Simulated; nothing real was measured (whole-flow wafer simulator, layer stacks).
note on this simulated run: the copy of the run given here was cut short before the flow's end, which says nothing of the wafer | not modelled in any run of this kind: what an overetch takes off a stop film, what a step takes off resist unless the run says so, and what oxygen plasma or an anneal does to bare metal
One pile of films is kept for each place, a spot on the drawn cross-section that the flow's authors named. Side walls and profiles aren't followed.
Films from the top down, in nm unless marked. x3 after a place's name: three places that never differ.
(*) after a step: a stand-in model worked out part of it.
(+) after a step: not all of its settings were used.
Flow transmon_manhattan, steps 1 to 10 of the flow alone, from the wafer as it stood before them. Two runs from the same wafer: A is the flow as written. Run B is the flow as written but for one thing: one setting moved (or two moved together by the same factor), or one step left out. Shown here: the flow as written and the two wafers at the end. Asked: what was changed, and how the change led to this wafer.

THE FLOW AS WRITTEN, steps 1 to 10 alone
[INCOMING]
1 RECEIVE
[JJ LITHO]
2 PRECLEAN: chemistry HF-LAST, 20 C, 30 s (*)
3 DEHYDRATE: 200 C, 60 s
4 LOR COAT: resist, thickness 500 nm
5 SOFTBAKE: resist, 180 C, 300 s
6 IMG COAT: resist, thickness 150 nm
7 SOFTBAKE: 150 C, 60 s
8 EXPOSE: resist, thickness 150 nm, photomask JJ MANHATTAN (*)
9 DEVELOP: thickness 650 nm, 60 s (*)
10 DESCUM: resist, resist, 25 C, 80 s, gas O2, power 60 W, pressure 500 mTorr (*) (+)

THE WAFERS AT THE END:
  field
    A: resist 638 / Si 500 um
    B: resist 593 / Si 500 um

The cause: step 6, IMG COAT: thickness 105 nm was run, where the flow has thickness 150 nm.

How the change led to this, step by step:
  6 IMG COAT: resist, thickness 150 nm
      field, chan_a x2: A resist +150 | B resist +105
  9 DEVELOP: thickness 650 nm, 60 s (*)
      chan_a x2: A resist -650 (all of it) | B resist -605 (all of it)
